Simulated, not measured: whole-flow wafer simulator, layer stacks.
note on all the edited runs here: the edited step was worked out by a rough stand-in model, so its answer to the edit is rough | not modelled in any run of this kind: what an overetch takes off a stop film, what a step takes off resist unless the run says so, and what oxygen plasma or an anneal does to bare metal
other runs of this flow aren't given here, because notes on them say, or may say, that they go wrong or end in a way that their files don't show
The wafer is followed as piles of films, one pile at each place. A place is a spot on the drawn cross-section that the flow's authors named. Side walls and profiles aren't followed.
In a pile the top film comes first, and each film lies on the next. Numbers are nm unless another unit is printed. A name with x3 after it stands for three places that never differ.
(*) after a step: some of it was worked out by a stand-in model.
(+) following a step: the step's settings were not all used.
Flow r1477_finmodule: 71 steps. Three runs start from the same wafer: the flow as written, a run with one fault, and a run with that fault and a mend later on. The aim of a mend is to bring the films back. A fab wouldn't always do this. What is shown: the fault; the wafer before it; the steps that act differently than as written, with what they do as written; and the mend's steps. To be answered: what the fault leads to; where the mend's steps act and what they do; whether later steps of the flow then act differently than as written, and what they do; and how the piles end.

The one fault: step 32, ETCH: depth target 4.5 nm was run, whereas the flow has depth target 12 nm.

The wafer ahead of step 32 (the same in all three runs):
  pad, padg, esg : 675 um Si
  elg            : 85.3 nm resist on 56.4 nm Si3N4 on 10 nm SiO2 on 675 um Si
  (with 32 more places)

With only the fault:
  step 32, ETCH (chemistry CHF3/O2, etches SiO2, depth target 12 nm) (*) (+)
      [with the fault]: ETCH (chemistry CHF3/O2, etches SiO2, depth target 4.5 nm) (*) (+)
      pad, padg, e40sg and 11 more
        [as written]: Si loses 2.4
        [with the fault]: Si loses 0.9
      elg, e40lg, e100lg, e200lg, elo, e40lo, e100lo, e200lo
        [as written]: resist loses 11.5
        [with the fault]: resist loses 4.31
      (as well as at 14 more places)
  Steps further on in the flow that do not act as written (3 more steps, not shown, differ only slightly: by at most 2% or 0.5 nm, whichever is larger):
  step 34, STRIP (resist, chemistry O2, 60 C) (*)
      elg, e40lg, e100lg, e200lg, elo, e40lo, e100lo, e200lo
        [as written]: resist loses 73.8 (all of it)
        [with the fault]: resist loses 81 (all of it)
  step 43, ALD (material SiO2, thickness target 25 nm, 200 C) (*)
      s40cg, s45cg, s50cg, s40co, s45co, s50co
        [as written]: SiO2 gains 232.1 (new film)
        [with the fault]: SiO2 gains 238.1 (new film)
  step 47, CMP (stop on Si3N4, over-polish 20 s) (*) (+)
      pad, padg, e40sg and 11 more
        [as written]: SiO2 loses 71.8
        [with the fault]: SiO2 loses 73.3
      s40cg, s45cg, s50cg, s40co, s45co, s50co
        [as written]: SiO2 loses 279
        [with the fault]: SiO2 loses 286.5
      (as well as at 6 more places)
  At the end the piles are close to the flow's at the places that both follow, differing by at most 2% or 0.5 nm, whichever is larger.

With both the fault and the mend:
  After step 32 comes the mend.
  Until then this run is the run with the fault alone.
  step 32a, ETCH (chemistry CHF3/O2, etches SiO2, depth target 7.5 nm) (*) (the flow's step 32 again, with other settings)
      pad, padg, e40sg and 11 more
        Si loses 1.5
      elg, e40lg, e100lg, e200lg, elo, e40lo, e100lo, e200lo
        resist loses 7.19
      s40sg_line, s45sg_line, s50sg_line, s40so_line, s45so_line, s50so_line
        SiO2 loses 7.5
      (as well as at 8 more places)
  Later steps of the flow that are run all act as written at every place that is followed, up to a difference of at most 2% or 0.5 nm, whichever is larger.
  At the end the piles are close to the flow's at the places that both follow, differing by at most 2% or 0.5 nm, whichever is larger.
